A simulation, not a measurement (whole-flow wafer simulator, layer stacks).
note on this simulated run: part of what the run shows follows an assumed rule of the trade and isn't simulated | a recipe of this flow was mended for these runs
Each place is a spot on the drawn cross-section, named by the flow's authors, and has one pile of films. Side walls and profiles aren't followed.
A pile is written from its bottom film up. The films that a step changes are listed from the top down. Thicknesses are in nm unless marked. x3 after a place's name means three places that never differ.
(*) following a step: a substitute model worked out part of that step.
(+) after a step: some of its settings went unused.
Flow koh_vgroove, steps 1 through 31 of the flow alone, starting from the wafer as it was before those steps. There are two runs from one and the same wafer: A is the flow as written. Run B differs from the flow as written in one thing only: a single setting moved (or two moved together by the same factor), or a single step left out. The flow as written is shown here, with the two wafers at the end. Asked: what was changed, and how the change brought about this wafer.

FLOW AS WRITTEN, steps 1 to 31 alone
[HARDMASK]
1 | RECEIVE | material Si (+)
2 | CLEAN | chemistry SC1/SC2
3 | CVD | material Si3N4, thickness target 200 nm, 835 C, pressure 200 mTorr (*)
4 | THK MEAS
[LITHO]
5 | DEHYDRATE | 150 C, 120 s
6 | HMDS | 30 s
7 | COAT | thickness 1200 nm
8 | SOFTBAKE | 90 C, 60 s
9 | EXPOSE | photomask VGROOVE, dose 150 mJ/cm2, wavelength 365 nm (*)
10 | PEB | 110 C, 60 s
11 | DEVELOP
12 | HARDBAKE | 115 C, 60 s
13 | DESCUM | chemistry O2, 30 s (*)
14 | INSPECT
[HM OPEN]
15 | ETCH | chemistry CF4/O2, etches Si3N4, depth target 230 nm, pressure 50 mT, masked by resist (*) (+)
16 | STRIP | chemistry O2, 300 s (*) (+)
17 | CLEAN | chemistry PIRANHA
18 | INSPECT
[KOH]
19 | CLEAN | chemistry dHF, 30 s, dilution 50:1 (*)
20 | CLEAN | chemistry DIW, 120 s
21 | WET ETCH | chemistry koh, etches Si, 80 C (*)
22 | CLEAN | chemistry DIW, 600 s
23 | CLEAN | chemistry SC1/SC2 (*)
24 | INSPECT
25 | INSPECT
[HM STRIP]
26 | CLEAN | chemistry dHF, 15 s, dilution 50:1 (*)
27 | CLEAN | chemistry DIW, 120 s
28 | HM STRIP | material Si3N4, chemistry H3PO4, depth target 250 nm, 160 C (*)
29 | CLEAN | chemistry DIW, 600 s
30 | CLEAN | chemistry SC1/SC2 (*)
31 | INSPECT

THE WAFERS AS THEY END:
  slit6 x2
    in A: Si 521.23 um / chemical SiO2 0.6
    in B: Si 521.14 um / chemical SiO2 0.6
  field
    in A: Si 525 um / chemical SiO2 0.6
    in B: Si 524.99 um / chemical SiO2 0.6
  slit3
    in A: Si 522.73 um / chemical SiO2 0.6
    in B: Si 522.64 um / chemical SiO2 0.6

What caused this: step 3, CVD: thickness target 110 nm was run, though the flow has thickness target 200 nm.

The path from the change to this, step by step:
  3 | CVD | material Si3N4, thickness target 200 nm, 835 C, pressure 200 mTorr (*)
      field, slit3, slit2, slit6 x2: A Si3N4 gains 200 (new film) | B Si3N4 gains 110 (new film)
  15 | ETCH | chemistry CF4/O2, etches Si3N4, depth target 230 nm, pressure 50 mT, masked by resist (*) (+)
      slit3, slit2, slit6 x2: A Si3N4 loses 200 (all of it), chemical SiO2 loses 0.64 (all of it), Si loses 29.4 | B Si3N4 loses 110 (all of it), chemical SiO2 loses 0.64 (all of it), Si loses 119.4
  28 | HM STRIP | material Si3N4, chemistry H3PO4, depth target 250 nm, 160 C (*)
      field: A Si3N4 loses 198.7 (all of it), chemical SiO2 loses 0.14, Si loses 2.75 | B Si3N4 loses 108.7 (all of it), chemical SiO2 loses 0.14, Si loses 7.25
